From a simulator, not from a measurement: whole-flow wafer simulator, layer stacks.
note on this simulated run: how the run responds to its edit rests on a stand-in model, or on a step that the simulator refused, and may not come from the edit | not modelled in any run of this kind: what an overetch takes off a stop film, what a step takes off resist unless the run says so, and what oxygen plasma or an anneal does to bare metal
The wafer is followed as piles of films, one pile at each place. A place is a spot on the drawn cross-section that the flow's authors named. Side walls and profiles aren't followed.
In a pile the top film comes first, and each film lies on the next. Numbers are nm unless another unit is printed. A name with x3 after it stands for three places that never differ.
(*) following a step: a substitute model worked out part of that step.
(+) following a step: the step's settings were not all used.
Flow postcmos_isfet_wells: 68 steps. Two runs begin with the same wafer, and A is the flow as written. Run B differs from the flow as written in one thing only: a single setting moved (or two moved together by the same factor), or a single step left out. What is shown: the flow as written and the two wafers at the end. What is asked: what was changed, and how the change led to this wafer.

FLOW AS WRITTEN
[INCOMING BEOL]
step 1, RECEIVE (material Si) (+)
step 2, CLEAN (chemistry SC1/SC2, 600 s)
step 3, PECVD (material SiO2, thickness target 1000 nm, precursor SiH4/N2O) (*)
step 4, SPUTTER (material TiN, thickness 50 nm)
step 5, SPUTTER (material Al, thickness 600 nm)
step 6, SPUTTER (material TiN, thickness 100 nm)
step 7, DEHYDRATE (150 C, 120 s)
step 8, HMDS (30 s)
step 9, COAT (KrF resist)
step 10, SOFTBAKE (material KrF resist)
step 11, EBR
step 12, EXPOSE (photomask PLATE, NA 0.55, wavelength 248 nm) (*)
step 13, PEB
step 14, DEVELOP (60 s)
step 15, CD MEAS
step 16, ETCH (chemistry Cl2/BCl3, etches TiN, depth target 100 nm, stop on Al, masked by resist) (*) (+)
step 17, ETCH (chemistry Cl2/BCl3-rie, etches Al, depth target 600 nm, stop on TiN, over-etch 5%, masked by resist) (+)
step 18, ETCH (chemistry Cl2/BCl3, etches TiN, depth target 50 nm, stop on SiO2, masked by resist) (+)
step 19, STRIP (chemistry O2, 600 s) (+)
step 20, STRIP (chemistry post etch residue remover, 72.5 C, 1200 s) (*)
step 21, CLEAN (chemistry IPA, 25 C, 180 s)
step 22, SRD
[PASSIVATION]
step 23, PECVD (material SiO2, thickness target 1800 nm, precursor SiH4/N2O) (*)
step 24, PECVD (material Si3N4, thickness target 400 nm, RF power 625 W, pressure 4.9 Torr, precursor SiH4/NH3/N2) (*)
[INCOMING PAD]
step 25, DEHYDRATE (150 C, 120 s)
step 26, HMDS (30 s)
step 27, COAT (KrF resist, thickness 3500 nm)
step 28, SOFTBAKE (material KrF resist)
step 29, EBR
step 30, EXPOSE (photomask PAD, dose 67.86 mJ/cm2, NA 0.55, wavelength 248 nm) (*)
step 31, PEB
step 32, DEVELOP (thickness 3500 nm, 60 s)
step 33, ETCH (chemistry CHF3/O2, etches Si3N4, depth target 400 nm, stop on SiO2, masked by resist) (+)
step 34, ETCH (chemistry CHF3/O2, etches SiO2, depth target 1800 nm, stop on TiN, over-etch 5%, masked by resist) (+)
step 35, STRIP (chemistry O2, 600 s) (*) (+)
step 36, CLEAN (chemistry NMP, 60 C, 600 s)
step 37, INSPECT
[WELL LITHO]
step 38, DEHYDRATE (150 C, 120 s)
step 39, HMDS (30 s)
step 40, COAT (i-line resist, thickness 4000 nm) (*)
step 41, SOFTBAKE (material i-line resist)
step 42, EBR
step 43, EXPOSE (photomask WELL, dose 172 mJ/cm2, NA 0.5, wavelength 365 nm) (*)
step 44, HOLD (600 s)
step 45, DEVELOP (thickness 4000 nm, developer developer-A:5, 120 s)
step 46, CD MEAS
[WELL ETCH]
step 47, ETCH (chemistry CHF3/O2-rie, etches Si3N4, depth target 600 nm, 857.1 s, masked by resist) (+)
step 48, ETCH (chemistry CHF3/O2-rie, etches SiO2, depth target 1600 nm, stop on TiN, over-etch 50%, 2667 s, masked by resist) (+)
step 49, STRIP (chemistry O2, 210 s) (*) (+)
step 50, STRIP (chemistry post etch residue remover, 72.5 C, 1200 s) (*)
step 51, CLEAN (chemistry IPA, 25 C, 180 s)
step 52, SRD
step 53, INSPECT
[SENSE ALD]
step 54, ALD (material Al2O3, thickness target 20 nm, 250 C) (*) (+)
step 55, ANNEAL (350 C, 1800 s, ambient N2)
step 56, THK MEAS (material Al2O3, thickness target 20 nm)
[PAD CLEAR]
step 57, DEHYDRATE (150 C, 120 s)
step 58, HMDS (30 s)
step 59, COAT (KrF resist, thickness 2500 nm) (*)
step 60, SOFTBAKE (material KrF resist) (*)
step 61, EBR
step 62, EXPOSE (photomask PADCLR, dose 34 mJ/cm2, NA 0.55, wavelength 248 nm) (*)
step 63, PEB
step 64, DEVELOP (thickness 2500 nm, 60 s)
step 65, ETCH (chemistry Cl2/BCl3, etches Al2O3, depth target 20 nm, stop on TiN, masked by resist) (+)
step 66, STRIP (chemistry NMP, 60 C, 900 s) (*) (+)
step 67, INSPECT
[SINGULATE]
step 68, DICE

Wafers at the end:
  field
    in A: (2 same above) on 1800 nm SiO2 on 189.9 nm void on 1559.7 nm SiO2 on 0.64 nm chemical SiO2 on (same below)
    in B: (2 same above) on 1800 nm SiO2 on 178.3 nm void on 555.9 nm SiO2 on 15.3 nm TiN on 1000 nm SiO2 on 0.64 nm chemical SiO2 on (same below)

The reason: step 17, ETCH: depth target 562.5 nm was run, while the flow as written has depth target 600 nm.

Step by step, how the change led to this:
  step 17, ETCH (chemistry Cl2/BCl3-rie, etches Al, depth target 600 nm, stop on TiN, over-etch 5%, masked by resist) (+)
      field: A -600 Al (all of it) | B -562.5 Al
      margin, well900, well1300, well2000, well3000, pad_rim, pad_clr, pad_open: A -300 KrF resist | B -281.2 KrF resist
  step 18, ETCH (chemistry Cl2/BCl3, etches TiN, depth target 50 nm, stop on SiO2, masked by resist) (+)
      field: A -50 TiN (all of it) | B -37.5 Al (all of it), -34.2 TiN
  step 19, STRIP (chemistry O2, 600 s) (+)
      margin, well900, well1300, well2000, well3000, pad_rim, pad_clr, pad_open: A -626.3 KrF resist (all of it) | B -645 KrF resist (all of it)
  step 23, PECVD (material SiO2, thickness target 1800 nm, precursor SiH4/N2O) (*)
      field: A +1800 SiO2 (new film), +189.9 void (new film), +559.7 SiO2 | B +1800 SiO2 (new film), +178.3 void (new film), +555.9 SiO2 (new film)
Taking metal films that touch as one body, field has 1 body; the flow as written gives 0 bodies.
